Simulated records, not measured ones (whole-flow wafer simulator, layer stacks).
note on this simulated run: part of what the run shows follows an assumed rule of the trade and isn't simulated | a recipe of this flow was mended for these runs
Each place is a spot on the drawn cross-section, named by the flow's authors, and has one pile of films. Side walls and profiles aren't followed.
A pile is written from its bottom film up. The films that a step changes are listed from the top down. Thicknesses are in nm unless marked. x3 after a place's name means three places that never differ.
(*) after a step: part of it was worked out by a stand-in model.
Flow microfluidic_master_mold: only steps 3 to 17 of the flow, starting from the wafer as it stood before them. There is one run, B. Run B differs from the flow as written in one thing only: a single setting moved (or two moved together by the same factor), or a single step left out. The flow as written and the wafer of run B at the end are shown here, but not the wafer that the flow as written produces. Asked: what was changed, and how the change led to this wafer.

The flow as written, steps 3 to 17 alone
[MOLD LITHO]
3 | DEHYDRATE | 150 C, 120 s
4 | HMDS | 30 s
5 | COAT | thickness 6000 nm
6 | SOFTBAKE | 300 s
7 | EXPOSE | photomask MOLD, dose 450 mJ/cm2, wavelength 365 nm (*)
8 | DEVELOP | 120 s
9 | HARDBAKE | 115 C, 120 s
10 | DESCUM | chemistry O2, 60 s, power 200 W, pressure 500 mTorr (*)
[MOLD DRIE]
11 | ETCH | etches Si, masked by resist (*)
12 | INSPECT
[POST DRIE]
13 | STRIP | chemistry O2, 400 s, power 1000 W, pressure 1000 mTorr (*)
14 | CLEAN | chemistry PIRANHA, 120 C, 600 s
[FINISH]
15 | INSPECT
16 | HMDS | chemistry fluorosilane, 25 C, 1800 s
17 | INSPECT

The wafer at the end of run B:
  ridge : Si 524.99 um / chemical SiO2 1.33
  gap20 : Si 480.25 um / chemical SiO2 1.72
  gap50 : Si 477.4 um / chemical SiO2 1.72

What caused this: step 5, COAT: thickness 6491 nm was run, whereas the flow has thickness 6000 nm.

Step by step, how the change led to this:
  5 | COAT | thickness 6000 nm
      ridge, gap20, gap50, gap200 x2: +6491 thick-i-line-resist (new film) (in the flow as written it would be: +6000 thick-i-line-resist (new film))
  8 | DEVELOP | 120 s
      gap20, gap50, gap200 x2: -6491 thick-i-line-resist (all of it) (in the flow as written it would be: -6000 thick-i-line-resist (all of it))
  9 | HARDBAKE | 115 C, 120 s
      ridge: -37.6 thick-i-line-resist (in the flow as written it would be: -33.5 thick-i-line-resist)
  11 | ETCH | etches Si, masked by resist (*)
      gap20: -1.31 chemical SiO2 (all of it), -44.74 um Si (in the flow as written it would be: -1.31 chemical SiO2 (all of it), -44.81 um Si)
      gap50: -1.31 chemical SiO2 (all of it), -47.59 um Si (in the flow as written it would be: -1.31 chemical SiO2 (all of it), -47.62 um Si)
  13 | STRIP | chemistry O2, 400 s, power 1000 W, pressure 1000 mTorr (*)
      ridge: -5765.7 thick-i-line-resist (all of it), +0.73 chemical SiO2, -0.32 Si (in the flow as written it would be: -5278.7 thick-i-line-resist (all of it), +0.78 chemical SiO2, -0.34 Si)
